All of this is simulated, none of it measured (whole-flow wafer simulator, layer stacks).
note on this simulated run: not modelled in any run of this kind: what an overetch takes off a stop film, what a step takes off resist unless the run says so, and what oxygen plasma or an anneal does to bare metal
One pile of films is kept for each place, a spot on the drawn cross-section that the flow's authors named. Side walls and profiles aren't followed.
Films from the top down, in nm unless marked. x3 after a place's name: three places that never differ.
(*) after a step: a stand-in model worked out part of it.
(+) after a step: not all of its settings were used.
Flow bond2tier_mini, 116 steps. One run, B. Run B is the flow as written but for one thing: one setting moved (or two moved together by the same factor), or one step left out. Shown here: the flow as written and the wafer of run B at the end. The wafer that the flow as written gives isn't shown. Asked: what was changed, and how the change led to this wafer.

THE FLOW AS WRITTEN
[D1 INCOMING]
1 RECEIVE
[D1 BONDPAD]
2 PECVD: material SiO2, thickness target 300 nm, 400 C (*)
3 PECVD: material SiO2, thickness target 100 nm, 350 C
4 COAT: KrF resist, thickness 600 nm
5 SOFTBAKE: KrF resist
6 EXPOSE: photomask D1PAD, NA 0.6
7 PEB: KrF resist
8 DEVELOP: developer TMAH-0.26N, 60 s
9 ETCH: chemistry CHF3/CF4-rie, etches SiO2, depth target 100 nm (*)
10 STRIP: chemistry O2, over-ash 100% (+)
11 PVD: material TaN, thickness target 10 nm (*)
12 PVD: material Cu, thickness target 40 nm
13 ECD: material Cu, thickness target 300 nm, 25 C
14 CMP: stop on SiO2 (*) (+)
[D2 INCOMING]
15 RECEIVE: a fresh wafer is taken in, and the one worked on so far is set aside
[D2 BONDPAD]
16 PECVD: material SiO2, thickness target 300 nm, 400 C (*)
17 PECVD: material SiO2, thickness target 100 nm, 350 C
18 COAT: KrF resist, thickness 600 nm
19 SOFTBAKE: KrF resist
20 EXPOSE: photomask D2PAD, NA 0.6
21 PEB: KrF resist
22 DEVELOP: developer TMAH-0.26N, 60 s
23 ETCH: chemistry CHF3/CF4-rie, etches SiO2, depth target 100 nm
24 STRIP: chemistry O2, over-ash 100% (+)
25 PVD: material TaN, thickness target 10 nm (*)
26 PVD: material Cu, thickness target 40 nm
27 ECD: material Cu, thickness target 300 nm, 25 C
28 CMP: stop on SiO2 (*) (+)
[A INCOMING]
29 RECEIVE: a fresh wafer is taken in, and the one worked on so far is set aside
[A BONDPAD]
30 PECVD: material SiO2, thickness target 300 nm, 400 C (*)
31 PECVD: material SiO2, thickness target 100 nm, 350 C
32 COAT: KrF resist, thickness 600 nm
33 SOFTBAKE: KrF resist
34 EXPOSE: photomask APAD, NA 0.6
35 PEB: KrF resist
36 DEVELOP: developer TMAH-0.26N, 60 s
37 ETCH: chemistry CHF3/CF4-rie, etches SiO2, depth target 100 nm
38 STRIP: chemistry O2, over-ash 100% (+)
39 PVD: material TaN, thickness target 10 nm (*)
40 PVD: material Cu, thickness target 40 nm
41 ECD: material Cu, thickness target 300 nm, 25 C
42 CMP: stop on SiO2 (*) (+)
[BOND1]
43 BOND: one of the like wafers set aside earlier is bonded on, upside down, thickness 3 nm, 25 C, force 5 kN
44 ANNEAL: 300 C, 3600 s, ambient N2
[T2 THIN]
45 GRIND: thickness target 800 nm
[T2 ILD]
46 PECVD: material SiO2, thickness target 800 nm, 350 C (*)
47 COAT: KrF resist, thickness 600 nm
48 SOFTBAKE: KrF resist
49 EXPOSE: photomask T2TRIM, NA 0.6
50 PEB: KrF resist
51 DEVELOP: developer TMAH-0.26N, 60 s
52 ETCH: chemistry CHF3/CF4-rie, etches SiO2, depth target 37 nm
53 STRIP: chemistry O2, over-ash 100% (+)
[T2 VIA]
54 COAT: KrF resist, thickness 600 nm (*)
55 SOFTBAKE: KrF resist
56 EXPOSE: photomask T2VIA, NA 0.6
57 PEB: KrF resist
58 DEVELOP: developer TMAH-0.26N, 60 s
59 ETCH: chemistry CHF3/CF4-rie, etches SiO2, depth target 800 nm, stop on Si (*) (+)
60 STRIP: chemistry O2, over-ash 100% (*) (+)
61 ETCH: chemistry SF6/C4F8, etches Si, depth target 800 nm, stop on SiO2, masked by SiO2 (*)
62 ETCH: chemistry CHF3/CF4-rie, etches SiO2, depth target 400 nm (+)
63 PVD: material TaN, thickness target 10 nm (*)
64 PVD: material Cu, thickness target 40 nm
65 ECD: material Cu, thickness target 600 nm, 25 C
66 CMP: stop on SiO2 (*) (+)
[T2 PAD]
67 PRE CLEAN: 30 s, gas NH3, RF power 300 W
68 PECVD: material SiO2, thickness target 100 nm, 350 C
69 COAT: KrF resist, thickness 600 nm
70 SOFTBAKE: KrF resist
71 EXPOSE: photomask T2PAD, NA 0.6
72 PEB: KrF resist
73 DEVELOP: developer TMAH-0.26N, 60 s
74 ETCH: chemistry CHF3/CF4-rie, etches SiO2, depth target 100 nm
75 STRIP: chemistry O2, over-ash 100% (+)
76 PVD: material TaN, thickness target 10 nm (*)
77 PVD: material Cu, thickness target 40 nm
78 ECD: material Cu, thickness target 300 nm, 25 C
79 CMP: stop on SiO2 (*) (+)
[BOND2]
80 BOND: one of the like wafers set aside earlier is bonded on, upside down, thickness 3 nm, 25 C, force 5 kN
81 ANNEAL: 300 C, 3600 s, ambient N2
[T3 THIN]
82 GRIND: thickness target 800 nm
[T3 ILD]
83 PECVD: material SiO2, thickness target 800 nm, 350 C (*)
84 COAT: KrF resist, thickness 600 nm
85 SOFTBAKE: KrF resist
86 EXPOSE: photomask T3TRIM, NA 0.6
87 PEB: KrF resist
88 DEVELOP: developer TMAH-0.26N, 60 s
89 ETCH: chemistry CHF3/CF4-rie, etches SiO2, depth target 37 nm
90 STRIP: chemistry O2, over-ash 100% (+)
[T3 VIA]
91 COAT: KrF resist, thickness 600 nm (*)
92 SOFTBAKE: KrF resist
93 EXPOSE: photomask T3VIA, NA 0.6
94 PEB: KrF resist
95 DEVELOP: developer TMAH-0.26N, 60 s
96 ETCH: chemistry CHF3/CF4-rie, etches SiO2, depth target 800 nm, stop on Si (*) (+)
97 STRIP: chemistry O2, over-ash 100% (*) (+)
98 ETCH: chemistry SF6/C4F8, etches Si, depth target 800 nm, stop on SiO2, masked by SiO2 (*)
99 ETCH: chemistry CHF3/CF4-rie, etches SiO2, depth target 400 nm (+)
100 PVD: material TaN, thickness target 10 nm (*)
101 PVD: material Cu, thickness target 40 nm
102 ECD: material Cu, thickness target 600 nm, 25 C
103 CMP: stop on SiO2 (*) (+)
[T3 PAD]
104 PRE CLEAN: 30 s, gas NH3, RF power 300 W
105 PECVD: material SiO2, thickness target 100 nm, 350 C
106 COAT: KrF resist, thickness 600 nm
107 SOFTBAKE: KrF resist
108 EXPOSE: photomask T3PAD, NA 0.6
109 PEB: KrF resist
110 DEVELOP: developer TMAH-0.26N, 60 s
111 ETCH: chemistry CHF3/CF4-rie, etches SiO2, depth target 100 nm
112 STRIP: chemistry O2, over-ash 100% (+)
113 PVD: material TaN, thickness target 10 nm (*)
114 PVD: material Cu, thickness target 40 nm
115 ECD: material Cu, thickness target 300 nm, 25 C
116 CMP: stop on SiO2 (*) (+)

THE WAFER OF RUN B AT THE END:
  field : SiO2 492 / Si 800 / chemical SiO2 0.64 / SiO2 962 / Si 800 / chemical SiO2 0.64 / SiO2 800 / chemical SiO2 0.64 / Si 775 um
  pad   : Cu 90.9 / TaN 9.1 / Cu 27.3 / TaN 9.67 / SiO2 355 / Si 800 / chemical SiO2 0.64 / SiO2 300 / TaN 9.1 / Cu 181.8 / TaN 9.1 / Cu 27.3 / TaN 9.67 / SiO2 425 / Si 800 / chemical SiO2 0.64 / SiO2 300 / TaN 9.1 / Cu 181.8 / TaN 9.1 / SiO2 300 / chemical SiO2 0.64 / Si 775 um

The cause: step 62, ETCH: depth target 330 nm was run, where the flow has depth target 400 nm.

How the change led to this, step by step:
  62 ETCH: chemistry CHF3/CF4-rie, etches SiO2, depth target 400 nm (+)
      field, pad: SiO2 -330 (as written it would be: SiO2 -400)
